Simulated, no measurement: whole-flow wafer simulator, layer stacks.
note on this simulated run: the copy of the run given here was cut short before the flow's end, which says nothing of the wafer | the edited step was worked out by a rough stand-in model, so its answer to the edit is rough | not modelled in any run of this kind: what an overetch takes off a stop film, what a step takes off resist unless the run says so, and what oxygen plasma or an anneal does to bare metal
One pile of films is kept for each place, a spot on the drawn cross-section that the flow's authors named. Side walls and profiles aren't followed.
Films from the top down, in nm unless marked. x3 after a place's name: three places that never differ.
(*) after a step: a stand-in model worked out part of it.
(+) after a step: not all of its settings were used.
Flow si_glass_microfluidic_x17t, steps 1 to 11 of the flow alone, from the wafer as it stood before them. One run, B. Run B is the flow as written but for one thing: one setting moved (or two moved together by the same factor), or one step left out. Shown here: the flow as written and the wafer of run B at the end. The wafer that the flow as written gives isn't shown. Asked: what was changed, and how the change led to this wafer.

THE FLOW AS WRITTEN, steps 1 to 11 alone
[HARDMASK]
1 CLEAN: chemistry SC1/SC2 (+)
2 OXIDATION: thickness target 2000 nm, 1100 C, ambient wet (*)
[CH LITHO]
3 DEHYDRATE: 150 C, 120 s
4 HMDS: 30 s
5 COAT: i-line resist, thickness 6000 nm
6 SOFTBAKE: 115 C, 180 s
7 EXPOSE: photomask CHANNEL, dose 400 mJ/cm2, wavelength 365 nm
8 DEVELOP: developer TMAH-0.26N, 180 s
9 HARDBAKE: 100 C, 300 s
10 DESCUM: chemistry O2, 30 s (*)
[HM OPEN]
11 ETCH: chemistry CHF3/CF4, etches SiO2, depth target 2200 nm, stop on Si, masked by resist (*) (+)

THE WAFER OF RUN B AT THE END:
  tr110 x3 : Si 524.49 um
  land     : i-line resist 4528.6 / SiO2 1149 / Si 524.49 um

The cause: step 2, OXIDATION: 962 C was run, where the flow has 1100 C.

How the change led to this, step by step:
  2 OXIDATION: thickness target 2000 nm, 1100 C, ambient wet (*)
      land, tr110 x3: SiO2 +1149 (new film), chemical SiO2 -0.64 (all of it), Si -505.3 (as written it would be: SiO2 +2000 (new film), chemical SiO2 -0.64 (all of it), Si -879.7)
  11 ETCH: chemistry CHF3/CF4, etches SiO2, depth target 2200 nm, stop on Si, masked by resist (*) (+)
      tr110 x3: SiO2 -1149 (all of it) (as written it would be: SiO2 -2000 (all of it))
      land: i-line resist -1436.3 (as written it would be: i-line resist -1833.3)
